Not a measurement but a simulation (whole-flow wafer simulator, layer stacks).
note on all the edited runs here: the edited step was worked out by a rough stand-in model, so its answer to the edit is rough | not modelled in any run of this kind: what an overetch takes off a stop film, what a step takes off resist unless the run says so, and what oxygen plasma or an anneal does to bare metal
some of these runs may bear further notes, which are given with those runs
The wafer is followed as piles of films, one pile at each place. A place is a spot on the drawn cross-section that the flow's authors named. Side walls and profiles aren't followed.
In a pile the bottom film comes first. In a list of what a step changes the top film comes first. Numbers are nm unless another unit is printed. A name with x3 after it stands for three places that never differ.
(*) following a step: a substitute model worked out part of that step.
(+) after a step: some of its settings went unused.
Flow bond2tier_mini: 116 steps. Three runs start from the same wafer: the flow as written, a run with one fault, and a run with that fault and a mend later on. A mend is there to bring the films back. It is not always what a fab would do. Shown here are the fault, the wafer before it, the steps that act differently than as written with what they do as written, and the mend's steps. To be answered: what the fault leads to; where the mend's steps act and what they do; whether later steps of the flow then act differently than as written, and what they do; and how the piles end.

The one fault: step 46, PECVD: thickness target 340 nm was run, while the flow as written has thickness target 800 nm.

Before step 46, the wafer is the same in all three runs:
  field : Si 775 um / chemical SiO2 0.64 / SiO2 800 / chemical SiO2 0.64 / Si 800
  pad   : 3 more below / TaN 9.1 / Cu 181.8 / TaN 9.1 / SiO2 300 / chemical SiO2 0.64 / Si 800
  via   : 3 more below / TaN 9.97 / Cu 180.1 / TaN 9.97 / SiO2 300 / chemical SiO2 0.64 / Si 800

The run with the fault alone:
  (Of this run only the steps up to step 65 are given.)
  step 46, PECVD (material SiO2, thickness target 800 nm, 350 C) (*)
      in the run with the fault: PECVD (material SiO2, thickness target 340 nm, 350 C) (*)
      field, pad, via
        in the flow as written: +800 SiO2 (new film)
        in the run with the fault: +340 SiO2 (new film)
  Later steps of the flow acting differently than as written (not shown: 1 more step that differs only slightly, by at most 2% or 0.5 nm, whichever is larger):
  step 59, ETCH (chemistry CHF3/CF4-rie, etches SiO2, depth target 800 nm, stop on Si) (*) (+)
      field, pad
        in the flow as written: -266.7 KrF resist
        in the run with the fault: -151.5 KrF resist
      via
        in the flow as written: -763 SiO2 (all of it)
        in the run with the fault: -303 SiO2 (all of it)
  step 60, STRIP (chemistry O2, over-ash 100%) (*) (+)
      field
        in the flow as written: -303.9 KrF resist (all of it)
        in the run with the fault: -419.1 KrF resist (all of it)
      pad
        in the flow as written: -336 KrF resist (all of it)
        in the run with the fault: -451.1 KrF resist (all of it)
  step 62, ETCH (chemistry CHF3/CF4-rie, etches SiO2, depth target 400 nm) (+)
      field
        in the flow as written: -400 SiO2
        in the run with the fault: -332 SiO2 (all of it), -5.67 Si
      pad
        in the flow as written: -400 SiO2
        in the run with the fault: -295 SiO2 (all of it), -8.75 Si
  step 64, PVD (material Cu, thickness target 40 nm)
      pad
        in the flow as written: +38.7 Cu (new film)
        in the run with the fault: +40 Cu (new film)
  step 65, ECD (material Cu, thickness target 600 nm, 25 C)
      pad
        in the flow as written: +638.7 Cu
        in the run with the fault: +603.1 Cu
  Once step 65 is done, the piles at field, pad depart from the flow's by more than 2% or 0.5 nm, whichever is larger.
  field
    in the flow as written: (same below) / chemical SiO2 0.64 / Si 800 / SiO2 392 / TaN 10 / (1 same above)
    in the run with the fault: (same below) / chemical SiO2 0.64 / Si 794.3 / TaN 10 / (1 same above)
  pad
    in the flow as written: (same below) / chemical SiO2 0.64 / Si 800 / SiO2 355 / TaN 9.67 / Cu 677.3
    in the run with the fault: (same below) / chemical SiO2 0.64 / Si 791.2 / TaN 10 / Cu 643.1

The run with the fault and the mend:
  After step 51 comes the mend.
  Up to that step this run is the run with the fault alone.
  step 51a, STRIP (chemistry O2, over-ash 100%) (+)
      field
        -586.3 KrF resist (all of it)
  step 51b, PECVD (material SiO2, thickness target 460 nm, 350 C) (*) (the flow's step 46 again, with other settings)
      field, pad, via
        +460 SiO2
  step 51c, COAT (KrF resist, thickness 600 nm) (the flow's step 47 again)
      field, pad, via
        +600 KrF resist (new film)
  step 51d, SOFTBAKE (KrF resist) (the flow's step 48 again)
      leaves every film unchanged at each place that is followed
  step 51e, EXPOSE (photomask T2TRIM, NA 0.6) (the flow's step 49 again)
      leaves every film unchanged at each place that is followed
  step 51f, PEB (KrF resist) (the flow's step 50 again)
      leaves every film unchanged at each place that is followed
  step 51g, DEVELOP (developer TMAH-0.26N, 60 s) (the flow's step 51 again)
      pad, via
        -600 KrF resist (all of it)
      field
        -13.7 KrF resist
  None of the later steps of the flow acts differently than as written at any place that is followed.
  The piles end the same as the flow's at every place that both follow.
